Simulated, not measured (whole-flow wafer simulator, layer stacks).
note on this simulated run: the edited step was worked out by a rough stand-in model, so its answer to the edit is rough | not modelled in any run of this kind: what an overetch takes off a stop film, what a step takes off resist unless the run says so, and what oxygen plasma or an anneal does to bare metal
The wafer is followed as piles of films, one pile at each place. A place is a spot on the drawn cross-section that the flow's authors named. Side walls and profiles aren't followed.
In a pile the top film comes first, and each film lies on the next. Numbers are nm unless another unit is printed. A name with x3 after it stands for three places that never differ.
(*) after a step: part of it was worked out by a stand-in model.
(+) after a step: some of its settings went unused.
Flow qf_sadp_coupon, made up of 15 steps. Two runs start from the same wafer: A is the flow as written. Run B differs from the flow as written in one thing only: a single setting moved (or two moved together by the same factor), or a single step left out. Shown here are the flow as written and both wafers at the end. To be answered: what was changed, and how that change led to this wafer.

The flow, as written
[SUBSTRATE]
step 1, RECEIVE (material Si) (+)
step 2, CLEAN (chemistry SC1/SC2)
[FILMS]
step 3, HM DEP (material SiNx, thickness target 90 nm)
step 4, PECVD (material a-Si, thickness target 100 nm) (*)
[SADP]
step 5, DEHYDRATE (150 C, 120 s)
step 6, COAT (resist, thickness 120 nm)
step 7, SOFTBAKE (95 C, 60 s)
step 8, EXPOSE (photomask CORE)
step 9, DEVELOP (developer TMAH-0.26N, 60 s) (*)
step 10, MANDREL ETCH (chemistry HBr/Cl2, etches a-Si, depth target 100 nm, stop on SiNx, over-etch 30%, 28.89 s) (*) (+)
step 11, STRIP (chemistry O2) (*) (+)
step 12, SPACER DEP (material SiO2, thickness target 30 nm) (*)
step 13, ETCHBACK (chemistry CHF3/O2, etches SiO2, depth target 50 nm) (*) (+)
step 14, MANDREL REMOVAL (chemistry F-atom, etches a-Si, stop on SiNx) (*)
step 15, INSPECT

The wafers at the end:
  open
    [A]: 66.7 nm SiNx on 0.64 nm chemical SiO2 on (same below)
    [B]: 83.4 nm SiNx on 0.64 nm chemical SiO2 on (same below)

The reason: step 13, ETCHBACK: depth target 32.4 nm was run, whereas the flow has depth target 50 nm.

The path from the change to this, step by step:
  step 13, ETCHBACK (chemistry CHF3/O2, etches SiO2, depth target 50 nm) (*) (+)
      m: A SiO2 loses 30 (all of it), chemical SiO2 loses 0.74 (all of it), a-Si loses 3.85 | B SiO2 loses 30 (all of it), chemical SiO2 loses 0.74 (all of it), a-Si loses 0.33
      open: A SiO2 loses 30 (all of it), SiNx loses 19 | B SiO2 loses 30 (all of it), SiNx loses 2.29
  step 14, MANDREL REMOVAL (chemistry F-atom, etches a-Si, stop on SiNx) (*)
      m: A a-Si loses 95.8 (all of it) | B a-Si loses 99.3 (all of it)
